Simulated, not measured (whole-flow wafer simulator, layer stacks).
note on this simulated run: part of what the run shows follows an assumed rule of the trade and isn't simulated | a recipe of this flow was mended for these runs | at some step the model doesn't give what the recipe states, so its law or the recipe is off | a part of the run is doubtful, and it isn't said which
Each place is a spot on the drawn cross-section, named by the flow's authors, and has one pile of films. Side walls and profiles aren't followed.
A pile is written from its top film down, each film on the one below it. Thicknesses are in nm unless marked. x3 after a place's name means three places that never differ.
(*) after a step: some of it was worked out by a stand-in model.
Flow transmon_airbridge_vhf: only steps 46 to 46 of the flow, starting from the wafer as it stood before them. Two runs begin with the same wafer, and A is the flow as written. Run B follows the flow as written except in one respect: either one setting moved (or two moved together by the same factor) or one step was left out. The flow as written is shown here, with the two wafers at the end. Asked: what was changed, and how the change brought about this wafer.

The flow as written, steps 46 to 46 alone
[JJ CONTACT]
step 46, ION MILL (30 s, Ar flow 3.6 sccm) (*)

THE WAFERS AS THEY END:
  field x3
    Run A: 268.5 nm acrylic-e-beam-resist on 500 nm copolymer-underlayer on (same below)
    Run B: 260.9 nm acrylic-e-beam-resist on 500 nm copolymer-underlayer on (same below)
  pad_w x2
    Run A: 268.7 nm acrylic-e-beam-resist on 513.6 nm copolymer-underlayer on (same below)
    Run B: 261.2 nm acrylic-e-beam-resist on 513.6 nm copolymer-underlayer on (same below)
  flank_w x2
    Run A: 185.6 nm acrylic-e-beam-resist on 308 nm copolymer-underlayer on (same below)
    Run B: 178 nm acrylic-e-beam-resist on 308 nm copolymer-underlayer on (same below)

Cause: step 46, ION MILL: 43.5 s was run, while the flow as written has 30 s.

How this came from the change, step by step:
  step 46, ION MILL (30 s, Ar flow 3.6 sccm) (*)
      field x3, ground_far x3, pad_w x2, flank_w x2, gap_w x2, cpw_trace, margin_s x2, bridge_strip: A acrylic-e-beam-resist loses 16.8 | B acrylic-e-beam-resist loses 24.3
      jj_line: A Si loses 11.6 | B Si loses 16.9
